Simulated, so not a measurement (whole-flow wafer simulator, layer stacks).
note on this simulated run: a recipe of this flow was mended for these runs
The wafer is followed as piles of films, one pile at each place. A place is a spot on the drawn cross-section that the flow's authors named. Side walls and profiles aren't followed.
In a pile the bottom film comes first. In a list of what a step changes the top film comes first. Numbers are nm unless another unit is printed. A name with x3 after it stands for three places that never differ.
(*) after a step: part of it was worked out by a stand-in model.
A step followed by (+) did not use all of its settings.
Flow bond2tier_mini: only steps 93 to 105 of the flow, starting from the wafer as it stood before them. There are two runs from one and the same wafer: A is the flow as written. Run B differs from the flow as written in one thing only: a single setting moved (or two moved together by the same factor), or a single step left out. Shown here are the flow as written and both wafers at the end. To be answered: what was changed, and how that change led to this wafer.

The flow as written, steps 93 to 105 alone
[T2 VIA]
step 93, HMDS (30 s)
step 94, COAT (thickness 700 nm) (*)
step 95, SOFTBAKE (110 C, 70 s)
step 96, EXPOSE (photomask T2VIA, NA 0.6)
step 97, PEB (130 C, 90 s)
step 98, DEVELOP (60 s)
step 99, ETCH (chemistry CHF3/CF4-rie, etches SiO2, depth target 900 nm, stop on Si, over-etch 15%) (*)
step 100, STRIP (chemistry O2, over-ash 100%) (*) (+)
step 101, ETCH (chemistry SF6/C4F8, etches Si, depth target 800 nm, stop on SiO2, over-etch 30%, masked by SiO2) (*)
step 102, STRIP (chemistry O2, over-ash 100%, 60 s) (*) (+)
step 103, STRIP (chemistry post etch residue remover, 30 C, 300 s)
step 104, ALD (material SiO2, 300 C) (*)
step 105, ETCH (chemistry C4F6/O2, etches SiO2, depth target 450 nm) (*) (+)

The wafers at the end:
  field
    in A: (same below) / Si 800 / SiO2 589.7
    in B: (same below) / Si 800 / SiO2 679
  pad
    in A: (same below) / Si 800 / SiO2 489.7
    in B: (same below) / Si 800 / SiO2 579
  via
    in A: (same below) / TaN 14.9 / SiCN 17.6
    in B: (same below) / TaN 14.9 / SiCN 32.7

What caused this: step 105, ETCH: depth target 360.7 nm was run, though the flow has depth target 450 nm.

The path from the change to this, step by step:
  step 105, ETCH (chemistry C4F6/O2, etches SiO2, depth target 450 nm) (*) (+)
      field, pad: A SiO2 loses 450 | B SiO2 loses 360.7
      via: A SiO2 loses 348.1 (all of it), SiCN loses 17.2 | B SiO2 loses 348.1 (all of it), SiCN loses 2.12
